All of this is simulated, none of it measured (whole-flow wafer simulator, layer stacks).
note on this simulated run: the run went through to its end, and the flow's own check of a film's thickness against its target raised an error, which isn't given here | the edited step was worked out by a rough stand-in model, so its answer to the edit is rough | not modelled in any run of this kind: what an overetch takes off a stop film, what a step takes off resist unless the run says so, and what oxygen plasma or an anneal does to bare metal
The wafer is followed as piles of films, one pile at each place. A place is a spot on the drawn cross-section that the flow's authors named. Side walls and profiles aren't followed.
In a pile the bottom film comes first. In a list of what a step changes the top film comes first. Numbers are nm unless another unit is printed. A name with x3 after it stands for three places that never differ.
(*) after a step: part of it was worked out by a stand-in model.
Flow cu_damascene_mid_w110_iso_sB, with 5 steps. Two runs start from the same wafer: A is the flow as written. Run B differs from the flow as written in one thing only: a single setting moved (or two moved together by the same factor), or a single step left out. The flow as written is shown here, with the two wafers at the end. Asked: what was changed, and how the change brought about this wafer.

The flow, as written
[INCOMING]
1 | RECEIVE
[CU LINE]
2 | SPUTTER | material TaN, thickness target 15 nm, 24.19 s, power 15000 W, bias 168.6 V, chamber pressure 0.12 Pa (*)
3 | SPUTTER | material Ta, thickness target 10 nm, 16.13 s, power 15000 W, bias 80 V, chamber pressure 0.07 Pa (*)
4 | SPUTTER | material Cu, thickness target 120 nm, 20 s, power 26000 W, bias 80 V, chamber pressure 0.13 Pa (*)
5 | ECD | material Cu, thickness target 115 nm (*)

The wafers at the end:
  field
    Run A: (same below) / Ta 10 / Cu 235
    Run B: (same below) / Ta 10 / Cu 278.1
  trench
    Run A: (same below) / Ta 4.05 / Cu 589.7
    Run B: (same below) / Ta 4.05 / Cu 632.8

Cause: step 5, ECD: thickness target 158.1 nm was run, though the flow has thickness target 115 nm.

How this came from the change, step by step:
  5 | ECD | material Cu, thickness target 115 nm (*)
      field: A Cu gains 115 | B Cu gains 158.1
      trench: A Cu gains 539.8 | B Cu gains 582.9
